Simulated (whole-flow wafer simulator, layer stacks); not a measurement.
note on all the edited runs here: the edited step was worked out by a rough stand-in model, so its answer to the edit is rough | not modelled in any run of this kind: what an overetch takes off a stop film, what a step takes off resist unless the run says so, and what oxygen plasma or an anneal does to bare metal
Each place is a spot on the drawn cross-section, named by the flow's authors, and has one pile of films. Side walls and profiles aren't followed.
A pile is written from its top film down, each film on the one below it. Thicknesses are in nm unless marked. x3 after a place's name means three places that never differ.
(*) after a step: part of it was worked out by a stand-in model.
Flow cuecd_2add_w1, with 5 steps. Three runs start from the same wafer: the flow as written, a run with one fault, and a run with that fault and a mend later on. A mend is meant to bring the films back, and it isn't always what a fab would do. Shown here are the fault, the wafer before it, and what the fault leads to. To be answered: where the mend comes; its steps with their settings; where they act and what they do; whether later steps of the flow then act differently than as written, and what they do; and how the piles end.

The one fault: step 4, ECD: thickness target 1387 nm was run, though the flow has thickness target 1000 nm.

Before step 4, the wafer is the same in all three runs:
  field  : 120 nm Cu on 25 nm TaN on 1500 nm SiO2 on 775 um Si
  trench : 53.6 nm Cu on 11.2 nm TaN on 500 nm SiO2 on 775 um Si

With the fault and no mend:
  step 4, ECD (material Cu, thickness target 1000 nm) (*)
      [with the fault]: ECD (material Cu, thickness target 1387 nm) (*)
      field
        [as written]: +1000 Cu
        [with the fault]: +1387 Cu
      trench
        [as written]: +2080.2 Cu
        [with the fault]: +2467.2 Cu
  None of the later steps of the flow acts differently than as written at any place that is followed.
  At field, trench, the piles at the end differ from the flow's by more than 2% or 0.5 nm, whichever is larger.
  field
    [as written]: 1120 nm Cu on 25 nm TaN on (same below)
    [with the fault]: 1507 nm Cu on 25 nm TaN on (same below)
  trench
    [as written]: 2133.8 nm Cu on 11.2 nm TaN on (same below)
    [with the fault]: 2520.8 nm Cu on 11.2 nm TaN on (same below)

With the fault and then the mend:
  The mend follows step 5.
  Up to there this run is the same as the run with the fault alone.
  step 5a, ETCH (chemistry cu recess dil, depth target 387 nm)
      field, trench
        -387 Cu
  None of the later steps of the flow acts differently than as written at any place that is followed.
  At every place that both follow, the piles at the end match the flow's.
